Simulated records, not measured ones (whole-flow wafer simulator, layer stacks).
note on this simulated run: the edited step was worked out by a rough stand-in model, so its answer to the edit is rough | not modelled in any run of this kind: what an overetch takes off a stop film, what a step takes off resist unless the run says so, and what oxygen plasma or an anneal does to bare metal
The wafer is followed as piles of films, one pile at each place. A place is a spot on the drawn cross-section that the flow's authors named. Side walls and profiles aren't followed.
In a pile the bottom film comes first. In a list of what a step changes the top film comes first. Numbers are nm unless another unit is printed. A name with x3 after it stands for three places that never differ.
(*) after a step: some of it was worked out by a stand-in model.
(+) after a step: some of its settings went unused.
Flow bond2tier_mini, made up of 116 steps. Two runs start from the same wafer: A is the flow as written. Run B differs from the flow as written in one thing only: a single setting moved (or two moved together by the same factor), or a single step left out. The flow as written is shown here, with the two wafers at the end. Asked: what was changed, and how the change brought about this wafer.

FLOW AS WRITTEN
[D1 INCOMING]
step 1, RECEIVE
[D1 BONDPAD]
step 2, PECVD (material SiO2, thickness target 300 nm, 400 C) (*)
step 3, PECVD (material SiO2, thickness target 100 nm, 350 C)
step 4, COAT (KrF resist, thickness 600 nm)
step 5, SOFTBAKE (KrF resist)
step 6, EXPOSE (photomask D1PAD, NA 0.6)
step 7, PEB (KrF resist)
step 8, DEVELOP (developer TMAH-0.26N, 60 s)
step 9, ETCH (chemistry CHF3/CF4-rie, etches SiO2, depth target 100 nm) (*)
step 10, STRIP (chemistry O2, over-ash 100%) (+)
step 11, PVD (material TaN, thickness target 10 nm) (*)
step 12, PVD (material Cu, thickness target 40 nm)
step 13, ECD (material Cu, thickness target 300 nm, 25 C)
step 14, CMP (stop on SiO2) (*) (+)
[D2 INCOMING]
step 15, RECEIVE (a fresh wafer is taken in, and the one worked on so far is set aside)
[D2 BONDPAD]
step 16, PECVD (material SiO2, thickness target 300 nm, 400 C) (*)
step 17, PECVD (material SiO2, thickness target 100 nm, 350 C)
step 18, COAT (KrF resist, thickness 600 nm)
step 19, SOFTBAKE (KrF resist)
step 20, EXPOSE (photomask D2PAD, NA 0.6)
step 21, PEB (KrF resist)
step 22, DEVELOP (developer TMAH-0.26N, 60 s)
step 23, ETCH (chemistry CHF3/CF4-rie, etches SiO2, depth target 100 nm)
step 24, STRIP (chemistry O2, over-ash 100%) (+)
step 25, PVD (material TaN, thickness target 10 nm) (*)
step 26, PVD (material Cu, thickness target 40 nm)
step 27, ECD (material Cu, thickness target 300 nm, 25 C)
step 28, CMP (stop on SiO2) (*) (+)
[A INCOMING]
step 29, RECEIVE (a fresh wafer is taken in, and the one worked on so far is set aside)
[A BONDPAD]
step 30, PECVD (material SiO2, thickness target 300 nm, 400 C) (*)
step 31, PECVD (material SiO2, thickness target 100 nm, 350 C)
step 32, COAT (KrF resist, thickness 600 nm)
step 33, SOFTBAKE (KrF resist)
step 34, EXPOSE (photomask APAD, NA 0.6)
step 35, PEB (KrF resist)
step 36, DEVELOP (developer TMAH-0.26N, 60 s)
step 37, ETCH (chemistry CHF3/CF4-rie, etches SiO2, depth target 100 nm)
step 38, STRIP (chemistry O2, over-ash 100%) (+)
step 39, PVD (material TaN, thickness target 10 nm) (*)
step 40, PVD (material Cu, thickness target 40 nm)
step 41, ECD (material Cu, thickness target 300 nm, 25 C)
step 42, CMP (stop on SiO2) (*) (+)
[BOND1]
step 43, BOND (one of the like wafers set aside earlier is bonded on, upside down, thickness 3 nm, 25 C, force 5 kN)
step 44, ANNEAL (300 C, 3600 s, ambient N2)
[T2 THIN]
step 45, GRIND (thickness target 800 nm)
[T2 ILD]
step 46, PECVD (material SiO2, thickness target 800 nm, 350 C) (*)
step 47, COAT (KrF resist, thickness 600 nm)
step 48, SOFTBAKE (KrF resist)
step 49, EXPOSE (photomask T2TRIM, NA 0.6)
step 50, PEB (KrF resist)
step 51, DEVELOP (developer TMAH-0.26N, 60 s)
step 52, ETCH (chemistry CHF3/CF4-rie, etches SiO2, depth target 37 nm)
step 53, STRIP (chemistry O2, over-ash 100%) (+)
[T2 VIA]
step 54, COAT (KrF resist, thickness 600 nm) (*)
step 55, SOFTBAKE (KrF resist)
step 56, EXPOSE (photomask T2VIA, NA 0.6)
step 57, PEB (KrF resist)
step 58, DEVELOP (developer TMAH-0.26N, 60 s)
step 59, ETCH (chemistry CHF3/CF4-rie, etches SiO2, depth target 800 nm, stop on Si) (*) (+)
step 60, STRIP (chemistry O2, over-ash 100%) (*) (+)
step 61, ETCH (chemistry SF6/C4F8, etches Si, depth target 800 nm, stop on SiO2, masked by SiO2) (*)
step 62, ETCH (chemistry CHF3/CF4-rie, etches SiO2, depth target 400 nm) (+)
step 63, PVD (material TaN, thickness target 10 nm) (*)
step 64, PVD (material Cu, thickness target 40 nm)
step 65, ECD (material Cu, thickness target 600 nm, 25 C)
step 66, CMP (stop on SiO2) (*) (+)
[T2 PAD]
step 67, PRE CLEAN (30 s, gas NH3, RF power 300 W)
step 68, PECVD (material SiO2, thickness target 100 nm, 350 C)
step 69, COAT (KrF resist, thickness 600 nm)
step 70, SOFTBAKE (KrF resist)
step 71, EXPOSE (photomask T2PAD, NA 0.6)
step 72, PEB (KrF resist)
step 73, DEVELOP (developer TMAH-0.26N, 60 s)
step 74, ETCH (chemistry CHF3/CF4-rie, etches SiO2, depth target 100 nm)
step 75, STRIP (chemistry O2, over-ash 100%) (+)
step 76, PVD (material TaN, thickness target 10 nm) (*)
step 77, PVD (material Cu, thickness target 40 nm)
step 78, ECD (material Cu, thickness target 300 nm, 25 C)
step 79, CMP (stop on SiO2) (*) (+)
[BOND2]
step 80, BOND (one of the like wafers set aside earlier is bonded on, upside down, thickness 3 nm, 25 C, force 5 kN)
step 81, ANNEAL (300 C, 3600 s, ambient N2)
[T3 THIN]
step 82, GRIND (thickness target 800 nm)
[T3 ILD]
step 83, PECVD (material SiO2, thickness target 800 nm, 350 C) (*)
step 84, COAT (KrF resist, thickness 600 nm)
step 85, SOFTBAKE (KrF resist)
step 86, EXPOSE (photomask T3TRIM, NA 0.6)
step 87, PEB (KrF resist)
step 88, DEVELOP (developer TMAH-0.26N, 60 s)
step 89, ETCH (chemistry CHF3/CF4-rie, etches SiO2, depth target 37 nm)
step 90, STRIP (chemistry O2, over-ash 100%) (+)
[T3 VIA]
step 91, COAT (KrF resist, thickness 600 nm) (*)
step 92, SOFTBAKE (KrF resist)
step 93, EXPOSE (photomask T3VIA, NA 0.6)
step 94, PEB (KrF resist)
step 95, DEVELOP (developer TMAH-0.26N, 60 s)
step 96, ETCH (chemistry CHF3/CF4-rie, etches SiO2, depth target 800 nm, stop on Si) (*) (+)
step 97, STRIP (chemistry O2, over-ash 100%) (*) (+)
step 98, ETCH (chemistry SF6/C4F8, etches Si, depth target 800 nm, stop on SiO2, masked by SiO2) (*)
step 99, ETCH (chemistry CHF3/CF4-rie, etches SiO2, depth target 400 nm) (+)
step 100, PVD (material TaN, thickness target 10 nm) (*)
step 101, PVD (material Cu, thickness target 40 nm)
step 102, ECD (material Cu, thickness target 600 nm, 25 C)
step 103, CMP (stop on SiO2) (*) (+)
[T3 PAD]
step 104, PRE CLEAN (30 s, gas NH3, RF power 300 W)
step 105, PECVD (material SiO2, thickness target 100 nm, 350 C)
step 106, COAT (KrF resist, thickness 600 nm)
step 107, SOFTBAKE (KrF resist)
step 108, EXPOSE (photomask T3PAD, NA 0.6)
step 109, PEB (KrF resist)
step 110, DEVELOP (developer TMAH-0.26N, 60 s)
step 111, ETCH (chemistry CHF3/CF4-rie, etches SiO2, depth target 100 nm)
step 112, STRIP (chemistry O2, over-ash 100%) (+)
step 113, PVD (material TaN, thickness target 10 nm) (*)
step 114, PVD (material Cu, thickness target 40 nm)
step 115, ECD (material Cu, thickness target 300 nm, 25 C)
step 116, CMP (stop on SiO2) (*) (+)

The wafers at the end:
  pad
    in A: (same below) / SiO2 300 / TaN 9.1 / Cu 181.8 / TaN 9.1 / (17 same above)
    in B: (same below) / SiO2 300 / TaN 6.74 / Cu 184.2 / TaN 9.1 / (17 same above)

The reason: step 39, PVD: thickness target 7.4 nm was run, though the flow has thickness target 10 nm.

How this came from the change, step by step:
  step 39, PVD (material TaN, thickness target 10 nm) (*)
      field: A TaN gains 10 (new film) | B TaN gains 7.4 (new film)
      pad: A TaN gains 9.1 (new film) | B TaN gains 6.74 (new film)
      (and at 1 other place as well)
  step 42, CMP (stop on SiO2) (*) (+)
      field: A Cu loses 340 (all of it), TaN loses 10 (all of it) | B Cu loses 340 (all of it), TaN loses 7.4 (all of it)
